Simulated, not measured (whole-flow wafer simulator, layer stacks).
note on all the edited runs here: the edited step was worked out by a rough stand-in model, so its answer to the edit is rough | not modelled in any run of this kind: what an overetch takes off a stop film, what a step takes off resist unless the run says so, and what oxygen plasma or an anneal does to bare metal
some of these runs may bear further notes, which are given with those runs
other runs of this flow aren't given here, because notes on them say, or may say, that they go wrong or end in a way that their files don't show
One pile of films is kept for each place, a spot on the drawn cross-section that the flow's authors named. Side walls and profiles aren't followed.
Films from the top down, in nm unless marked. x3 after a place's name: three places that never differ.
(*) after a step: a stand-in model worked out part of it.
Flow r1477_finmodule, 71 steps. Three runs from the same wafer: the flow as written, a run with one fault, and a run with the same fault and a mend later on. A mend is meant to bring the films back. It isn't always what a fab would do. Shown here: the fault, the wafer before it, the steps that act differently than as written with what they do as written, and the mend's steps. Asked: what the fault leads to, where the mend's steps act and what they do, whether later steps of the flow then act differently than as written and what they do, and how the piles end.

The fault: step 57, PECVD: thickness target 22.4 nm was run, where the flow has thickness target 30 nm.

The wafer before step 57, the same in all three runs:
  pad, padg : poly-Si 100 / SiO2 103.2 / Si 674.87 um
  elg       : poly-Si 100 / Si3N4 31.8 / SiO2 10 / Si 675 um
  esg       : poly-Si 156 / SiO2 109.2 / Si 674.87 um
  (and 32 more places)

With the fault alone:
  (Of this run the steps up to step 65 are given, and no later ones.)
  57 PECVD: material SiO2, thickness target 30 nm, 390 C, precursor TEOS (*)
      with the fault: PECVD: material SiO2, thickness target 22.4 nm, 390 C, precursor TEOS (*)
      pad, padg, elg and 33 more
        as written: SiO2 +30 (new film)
        with the fault: SiO2 +22.4 (new film)
  No later step of the flow up to step 65 acts differently than as written, at any place that is followed, by more than 2% or 0.5 nm, whichever is larger.
  After step 65 the piles differ from the flow's by more than 2% or 0.5 nm, whichever is larger, at pad, padg, elg and 33 more.
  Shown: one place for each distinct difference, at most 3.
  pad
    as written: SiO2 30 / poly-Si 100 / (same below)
    with the fault: SiO2 22.4 / poly-Si 100 / (same below)
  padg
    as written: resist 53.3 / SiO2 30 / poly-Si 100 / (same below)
    with the fault: resist 53.3 / SiO2 22.4 / poly-Si 100 / (same below)
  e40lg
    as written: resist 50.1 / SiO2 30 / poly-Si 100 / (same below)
    with the fault: resist 50.1 / SiO2 22.4 / poly-Si 100 / (same below)

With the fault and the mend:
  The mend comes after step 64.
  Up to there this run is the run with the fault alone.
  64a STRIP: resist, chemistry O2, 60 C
      padg, elg, esg
        resist -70 (all of it)
      e40lg, e100lg, e200lg
        resist -66.9 (all of it)
      s40sg, s45sg
        resist -91 (all of it)
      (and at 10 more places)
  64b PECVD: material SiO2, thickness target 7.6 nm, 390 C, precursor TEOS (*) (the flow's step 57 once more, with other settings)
      pad, padg, elg and 33 more
        SiO2 +7.6
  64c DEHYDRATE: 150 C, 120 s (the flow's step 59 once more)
      changes no film at any place that is followed
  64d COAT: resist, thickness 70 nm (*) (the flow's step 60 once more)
      e40lg, e100lg, e200lg, elo, e40lo, e100lo, e200lo
        resist +66.9 (new film)
      pad, padg, elg, esg
        resist +70 (new film)
      s40sg, s45sg, s40so, s45so
        resist +91 (new film)
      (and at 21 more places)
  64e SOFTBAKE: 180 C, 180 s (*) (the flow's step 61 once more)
      changes no film at any place that is followed
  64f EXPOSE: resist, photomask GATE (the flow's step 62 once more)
      changes no film at any place that is followed
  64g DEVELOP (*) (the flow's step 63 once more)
      elo, e40lo, e100lo, e200lo
        resist -66.9 (all of it)
      eso, e40so
        resist -129.5 (all of it)
      s40so, s45so
        resist -91 (all of it)
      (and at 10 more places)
  No later step of the flow acts differently than as written at any place that is followed.
  At the end the piles are the same as the flow's at every place that both follow.
